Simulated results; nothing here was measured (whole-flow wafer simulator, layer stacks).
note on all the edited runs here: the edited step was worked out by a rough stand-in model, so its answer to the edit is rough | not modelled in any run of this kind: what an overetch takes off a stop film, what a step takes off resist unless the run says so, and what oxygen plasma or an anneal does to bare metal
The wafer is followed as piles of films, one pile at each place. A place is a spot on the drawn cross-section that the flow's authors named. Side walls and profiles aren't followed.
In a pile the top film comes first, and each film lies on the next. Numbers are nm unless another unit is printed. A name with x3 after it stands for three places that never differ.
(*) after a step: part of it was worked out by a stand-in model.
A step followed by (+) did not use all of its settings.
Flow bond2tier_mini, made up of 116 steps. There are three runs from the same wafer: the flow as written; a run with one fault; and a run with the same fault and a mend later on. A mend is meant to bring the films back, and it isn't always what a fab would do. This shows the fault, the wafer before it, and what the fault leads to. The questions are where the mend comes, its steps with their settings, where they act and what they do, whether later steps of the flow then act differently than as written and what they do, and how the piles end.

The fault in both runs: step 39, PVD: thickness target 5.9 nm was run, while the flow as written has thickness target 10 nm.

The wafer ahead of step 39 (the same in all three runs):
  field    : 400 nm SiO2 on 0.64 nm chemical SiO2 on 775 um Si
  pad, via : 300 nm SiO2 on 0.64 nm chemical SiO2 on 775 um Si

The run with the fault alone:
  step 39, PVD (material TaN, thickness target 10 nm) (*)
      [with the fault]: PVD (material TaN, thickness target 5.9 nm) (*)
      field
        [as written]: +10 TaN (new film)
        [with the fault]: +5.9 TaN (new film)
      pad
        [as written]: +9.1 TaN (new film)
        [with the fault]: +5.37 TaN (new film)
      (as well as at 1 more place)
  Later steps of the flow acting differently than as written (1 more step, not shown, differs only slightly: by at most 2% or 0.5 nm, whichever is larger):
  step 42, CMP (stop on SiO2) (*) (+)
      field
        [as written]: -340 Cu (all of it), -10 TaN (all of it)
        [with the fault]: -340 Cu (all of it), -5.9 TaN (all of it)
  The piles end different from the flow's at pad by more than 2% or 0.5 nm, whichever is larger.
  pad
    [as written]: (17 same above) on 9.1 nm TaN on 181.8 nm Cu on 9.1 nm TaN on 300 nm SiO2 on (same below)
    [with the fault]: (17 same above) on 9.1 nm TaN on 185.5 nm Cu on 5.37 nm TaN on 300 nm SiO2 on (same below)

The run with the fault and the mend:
  The mend stands after step 39.
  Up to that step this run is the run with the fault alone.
  step 39a, PVD (material TaN, thickness target 4.1 nm) (*) (the flow's step 39 again, with other settings)
      field
        +4.1 TaN
      pad
        +3.73 TaN
      via
        +4.09 TaN
  None of the later steps of the flow acts differently than as written at any place that is followed.
  The piles end the same as the flow's at every place that both follow.
